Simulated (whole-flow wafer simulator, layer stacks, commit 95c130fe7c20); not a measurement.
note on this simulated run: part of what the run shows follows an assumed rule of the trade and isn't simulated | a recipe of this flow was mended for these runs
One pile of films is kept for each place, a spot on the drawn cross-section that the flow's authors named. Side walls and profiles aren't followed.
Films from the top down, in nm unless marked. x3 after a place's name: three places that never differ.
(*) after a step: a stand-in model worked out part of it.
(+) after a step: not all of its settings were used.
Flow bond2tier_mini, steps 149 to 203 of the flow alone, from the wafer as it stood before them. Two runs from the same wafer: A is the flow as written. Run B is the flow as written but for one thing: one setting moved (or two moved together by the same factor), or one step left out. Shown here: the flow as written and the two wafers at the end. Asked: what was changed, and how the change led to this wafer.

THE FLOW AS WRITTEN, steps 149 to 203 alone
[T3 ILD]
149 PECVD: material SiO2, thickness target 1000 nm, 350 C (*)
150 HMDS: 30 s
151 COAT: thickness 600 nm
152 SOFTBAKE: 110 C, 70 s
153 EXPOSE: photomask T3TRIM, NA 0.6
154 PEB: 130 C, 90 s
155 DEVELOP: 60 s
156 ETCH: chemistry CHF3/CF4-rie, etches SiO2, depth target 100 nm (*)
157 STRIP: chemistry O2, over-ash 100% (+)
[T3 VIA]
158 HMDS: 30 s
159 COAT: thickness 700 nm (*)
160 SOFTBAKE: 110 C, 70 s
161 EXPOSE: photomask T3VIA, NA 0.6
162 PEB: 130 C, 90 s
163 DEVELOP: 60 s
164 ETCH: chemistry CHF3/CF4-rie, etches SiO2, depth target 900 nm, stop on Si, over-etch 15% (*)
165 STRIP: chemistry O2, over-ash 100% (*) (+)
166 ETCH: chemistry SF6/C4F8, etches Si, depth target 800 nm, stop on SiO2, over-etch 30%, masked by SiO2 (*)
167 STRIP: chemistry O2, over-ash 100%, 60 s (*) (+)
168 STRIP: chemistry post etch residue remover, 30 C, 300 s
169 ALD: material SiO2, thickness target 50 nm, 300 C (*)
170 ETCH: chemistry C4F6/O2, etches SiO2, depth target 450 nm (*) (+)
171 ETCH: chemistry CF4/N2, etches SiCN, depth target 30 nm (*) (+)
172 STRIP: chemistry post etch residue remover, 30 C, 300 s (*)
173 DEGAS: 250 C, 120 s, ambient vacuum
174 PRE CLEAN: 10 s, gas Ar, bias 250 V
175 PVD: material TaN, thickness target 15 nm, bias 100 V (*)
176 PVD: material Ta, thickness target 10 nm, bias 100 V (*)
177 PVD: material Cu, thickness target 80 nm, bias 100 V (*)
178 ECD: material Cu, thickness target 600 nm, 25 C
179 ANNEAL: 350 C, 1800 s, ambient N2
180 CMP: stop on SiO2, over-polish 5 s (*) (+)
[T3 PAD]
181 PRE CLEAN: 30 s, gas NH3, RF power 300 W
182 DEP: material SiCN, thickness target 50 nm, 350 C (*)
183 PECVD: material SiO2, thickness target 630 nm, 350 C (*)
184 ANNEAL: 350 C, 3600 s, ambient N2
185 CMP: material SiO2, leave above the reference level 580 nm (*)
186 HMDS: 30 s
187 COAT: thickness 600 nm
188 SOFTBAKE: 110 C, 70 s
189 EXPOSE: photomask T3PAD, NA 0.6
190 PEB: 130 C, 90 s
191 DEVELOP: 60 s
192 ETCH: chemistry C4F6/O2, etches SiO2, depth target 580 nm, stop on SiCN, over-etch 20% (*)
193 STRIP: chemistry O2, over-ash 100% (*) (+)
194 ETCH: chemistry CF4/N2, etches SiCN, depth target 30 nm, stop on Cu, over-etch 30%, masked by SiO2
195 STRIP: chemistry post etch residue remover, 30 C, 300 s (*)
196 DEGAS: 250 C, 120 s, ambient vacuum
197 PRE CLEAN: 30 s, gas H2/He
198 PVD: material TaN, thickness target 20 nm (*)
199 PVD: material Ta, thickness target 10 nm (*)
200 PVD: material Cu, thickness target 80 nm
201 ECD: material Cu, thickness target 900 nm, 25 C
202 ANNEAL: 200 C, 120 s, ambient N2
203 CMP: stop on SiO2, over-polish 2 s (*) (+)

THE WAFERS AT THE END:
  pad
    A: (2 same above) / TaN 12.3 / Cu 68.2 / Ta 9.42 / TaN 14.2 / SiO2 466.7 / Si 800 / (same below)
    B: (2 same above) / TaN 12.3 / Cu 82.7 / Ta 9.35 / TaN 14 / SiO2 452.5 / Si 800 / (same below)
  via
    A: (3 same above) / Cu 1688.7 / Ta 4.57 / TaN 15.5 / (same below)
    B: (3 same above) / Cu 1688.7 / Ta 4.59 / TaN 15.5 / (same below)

The cause: step 156, ETCH: depth target 114.4 nm was run, where the flow has depth target 100 nm.

How the change led to this, step by step:
  156 ETCH: chemistry CHF3/CF4-rie, etches SiO2, depth target 100 nm (*)
      pad, via: A SiO2 -100 | B SiO2 -114.4
      field: A thick-KrF-resist -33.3 | B thick-KrF-resist -38.1
  164 ETCH: chemistry CHF3/CF4-rie, etches SiO2, depth target 900 nm, stop on Si, over-etch 15% (*)
      via: A SiO2 -900 (all of it), Si -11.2 | B SiO2 -885.6 (all of it), Si -12.5
  165 STRIP: chemistry O2, over-ash 100% (*) (+)
      pad: A thick-KrF-resist -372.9 (all of it) | B thick-KrF-resist -384.7 (all of it)
  178 ECD: material Cu, thickness target 600 nm, 25 C
      pad: A Cu +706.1 | B Cu +721.2
